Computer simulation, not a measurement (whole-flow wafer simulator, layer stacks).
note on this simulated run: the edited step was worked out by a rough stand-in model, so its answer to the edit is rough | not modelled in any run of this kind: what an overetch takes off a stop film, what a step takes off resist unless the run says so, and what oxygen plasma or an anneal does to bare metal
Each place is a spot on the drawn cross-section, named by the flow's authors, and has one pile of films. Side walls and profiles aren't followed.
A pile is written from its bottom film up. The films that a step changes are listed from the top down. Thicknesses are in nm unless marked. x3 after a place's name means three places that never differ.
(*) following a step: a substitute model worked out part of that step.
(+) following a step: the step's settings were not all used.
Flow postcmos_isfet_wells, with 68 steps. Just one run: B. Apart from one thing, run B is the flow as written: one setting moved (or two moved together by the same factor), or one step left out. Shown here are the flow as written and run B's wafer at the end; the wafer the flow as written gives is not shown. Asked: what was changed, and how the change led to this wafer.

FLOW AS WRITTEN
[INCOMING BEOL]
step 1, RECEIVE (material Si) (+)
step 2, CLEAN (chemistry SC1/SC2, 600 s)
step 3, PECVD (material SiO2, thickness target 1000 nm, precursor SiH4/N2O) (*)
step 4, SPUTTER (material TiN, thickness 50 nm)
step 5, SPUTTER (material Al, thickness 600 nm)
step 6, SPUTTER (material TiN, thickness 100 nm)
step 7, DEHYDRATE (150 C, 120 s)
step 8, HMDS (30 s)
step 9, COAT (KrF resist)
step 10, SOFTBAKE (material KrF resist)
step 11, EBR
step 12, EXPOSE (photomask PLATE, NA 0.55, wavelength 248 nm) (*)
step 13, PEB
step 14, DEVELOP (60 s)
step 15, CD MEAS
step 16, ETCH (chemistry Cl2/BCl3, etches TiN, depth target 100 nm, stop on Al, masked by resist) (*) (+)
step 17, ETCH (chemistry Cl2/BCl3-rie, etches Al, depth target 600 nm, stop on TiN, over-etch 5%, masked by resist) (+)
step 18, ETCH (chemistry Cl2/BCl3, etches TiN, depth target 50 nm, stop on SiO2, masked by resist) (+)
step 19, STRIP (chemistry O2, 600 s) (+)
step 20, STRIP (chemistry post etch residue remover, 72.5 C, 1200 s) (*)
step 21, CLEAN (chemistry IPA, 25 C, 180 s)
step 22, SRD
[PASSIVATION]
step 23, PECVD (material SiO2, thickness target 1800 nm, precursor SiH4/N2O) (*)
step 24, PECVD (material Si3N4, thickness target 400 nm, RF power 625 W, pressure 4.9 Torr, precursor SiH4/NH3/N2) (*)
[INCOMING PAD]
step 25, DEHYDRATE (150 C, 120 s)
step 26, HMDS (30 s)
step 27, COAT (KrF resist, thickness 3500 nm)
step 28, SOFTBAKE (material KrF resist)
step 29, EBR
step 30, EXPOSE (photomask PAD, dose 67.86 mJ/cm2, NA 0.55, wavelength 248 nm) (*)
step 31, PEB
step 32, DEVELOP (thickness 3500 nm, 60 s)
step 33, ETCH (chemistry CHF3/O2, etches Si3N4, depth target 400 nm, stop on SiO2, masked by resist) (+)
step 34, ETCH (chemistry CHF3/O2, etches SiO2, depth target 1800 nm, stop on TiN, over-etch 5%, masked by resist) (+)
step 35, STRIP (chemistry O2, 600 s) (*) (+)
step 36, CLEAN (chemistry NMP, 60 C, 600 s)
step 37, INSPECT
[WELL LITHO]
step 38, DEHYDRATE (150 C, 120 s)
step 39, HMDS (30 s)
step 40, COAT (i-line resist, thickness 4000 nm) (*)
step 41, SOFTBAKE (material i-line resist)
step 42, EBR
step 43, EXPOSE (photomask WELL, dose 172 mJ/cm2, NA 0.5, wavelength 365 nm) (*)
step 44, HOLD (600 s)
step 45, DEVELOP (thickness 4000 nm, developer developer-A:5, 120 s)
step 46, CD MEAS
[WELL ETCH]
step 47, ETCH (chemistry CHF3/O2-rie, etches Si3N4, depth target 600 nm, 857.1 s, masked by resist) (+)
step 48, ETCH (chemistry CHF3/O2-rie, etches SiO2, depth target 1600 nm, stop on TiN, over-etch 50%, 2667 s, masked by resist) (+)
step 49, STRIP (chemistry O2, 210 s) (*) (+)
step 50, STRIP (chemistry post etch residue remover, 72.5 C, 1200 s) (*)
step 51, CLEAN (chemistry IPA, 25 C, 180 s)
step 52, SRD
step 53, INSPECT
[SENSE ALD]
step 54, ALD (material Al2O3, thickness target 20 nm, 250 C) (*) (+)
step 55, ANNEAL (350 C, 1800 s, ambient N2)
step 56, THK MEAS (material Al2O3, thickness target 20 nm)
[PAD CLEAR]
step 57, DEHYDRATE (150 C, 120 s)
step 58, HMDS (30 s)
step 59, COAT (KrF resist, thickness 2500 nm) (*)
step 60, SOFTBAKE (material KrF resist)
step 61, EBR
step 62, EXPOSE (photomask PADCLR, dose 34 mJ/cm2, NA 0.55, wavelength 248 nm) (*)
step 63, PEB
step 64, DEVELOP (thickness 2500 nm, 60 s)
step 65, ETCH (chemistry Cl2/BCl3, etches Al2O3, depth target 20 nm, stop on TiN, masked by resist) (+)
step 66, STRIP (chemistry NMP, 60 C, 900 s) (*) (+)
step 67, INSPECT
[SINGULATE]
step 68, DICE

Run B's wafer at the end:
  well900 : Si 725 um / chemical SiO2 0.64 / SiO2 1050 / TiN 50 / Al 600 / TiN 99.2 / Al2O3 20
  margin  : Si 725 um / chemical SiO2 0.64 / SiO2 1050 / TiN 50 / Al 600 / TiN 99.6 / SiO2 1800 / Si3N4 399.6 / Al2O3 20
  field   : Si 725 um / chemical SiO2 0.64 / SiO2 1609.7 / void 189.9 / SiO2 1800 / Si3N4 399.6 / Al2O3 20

Cause: step 3, PECVD: thickness target 1050 nm was run, whereas the flow has thickness target 1000 nm.
The wafer lets one read it off: well900 has SiO2 1050, and step 3 as written asks for 1000 nm.

Step by step, how the change led to this:
  step 3, PECVD (material SiO2, thickness target 1000 nm, precursor SiH4/N2O) (*)
      field, margin, well900, well1300 x3, pad_rim, pad_clr, pad_open: SiO2 gains 1050 (new film) (in the flow as written it would be: SiO2 gains 1000 (new film))
